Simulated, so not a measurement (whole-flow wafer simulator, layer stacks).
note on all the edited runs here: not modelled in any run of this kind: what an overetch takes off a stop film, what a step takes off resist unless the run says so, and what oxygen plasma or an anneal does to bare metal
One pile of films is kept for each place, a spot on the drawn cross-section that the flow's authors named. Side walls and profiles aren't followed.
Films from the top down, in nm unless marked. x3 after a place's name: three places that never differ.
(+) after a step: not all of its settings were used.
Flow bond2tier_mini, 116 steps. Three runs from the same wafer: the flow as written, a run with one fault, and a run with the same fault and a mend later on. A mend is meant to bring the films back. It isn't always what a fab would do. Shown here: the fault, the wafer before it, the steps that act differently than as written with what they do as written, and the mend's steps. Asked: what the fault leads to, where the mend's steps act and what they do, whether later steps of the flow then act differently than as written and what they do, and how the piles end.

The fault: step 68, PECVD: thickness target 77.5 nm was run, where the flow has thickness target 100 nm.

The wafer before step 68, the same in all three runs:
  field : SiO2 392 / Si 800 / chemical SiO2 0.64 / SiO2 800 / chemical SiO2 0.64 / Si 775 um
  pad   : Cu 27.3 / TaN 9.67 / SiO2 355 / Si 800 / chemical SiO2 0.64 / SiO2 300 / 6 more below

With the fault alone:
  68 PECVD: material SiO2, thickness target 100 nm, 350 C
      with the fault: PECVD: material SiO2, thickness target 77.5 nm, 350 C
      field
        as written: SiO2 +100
        with the fault: SiO2 +77.5
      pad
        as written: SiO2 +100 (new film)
        with the fault: SiO2 +77.5 (new film)
  Later steps of the flow that act differently than as written (1 more step differs only slightly, by at most 2% or 0.5 nm, whichever is larger, and isn't shown):
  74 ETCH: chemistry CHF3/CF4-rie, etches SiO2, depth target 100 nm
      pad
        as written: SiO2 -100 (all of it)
        with the fault: SiO2 -77.5 (all of it), Cu -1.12
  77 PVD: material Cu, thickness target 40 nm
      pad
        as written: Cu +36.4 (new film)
        with the fault: Cu +37.2 (new film)
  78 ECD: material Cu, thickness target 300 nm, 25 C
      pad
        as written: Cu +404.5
        with the fault: Cu +382.1
  At the end the piles differ from the flow's by more than 2% or 0.5 nm, whichever is larger, at field, pad.
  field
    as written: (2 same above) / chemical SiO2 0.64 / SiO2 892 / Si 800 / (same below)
    with the fault: (2 same above) / chemical SiO2 0.64 / SiO2 869.5 / Si 800 / (same below)
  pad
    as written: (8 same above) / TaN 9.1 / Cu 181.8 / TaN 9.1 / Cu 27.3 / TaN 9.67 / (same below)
    with the fault: (8 same above) / TaN 9.1 / Cu 160.2 / TaN 9.34 / Cu 26.2 / TaN 9.67 / (same below)

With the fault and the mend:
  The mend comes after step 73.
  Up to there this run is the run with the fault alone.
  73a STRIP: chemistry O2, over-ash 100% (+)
      field
        KrF resist -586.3 (all of it)
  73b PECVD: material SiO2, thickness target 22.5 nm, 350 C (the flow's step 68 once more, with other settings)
      field, pad
        SiO2 +22.5
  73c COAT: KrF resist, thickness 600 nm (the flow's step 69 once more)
      field, pad
        KrF resist +600 (new film)
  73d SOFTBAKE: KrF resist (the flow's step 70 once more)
      changes no film at any place that is followed
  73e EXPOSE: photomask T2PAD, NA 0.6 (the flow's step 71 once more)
      changes no film at any place that is followed
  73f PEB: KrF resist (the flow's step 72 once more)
      changes no film at any place that is followed
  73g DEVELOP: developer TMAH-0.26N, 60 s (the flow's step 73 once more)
      field
        KrF resist -13.7
      pad
        KrF resist -600 (all of it)
  No later step of the flow acts differently than as written at any place that is followed.
  At the end the piles are the same as the flow's at every place that both follow.
